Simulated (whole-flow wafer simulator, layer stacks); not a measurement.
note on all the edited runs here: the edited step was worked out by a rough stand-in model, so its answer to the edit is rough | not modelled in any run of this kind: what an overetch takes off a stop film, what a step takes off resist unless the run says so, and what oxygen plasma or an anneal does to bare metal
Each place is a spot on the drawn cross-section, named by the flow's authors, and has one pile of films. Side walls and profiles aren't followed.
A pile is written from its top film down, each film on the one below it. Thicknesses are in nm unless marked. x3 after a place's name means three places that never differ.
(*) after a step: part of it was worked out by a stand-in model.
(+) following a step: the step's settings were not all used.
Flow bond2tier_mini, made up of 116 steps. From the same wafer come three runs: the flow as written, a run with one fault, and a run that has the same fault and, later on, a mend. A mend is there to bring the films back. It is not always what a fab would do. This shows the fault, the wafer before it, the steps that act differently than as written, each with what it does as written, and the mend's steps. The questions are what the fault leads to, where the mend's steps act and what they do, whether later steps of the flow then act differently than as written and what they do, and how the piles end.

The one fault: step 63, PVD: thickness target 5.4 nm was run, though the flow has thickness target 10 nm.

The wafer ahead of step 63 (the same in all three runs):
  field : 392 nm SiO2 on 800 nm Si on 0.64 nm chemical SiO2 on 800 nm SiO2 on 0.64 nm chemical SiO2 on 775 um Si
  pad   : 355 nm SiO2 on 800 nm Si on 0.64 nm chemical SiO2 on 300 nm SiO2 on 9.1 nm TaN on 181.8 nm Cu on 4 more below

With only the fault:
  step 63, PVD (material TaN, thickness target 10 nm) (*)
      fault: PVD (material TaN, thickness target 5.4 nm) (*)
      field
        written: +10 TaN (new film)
        fault: +5.4 TaN (new film)
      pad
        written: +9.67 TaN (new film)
        fault: +5.22 TaN (new film)
  Later steps of the flow acting differently than as written (1 other step is not shown; it differs only slightly, by no more than 2% or 0.5 nm, whichever is larger):
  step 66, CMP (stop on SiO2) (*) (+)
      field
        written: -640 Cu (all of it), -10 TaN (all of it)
        fault: -640 Cu (all of it), -5.4 TaN (all of it)
  The piles end different from the flow's at pad by more than 2% or 0.5 nm, whichever is larger.
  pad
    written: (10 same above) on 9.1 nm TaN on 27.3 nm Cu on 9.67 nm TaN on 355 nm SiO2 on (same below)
    fault: (10 same above) on 9.1 nm TaN on 31.8 nm Cu on 5.22 nm TaN on 355 nm SiO2 on (same below)

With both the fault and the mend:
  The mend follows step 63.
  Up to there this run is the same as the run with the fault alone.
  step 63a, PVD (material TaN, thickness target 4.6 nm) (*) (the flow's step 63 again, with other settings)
      field
        +4.6 TaN
      pad
        +4.44 TaN
  None of the later steps of the flow acts differently than as written at any place that is followed.
  When the end is reached, the piles differ only a little from the flow's at the places that both follow, at most by 2% or 0.5 nm, whichever is larger.
